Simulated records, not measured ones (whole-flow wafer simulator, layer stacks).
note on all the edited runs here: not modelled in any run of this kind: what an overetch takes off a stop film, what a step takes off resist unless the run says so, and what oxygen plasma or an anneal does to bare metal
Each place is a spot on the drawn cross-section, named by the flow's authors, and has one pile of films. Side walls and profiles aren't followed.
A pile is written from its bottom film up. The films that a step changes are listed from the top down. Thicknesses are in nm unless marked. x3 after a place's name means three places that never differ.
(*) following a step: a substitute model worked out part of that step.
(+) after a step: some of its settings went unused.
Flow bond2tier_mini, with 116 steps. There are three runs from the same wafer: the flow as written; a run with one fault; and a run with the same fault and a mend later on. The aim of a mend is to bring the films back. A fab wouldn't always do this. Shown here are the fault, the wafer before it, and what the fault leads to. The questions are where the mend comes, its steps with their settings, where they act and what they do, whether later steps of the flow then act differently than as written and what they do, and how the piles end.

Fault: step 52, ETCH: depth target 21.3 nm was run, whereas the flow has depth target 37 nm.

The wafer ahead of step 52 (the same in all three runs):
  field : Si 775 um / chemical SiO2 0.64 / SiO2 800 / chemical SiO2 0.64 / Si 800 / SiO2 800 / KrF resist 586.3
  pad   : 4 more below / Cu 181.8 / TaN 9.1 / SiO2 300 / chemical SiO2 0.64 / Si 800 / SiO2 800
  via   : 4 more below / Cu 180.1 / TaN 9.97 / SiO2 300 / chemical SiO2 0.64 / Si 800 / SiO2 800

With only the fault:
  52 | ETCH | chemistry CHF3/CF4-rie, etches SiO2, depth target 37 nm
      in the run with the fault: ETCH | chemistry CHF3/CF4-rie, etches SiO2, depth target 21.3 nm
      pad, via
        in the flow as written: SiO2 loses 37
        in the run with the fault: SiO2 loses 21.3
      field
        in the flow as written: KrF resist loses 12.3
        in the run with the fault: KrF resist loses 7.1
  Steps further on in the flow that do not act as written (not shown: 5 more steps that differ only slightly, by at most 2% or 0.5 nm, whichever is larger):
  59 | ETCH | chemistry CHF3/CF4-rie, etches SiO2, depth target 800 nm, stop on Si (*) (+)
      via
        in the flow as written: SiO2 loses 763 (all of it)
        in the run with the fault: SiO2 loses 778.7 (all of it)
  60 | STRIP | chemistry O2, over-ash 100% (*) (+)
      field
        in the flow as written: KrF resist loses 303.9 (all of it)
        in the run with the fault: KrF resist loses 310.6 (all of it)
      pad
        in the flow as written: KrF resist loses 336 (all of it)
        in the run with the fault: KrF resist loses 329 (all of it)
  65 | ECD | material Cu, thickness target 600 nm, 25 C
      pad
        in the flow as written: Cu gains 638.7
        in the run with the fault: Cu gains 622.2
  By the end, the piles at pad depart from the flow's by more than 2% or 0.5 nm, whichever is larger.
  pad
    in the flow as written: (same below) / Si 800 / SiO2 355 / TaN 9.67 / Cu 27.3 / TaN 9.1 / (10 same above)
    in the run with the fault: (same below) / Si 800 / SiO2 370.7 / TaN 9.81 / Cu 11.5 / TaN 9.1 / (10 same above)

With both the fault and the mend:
  The mend stands after step 52.
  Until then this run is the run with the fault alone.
  52a | ETCH | chemistry CHF3/CF4-rie, etches SiO2, depth target 15.7 nm (a further turn of the flow's step 52, with different settings)
      pad, via
        SiO2 loses 15.7
      field
        KrF resist loses 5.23
  None of the later steps of the flow acts differently than as written at any place that is followed.
  The piles end the same as the flow's at every place that both follow.
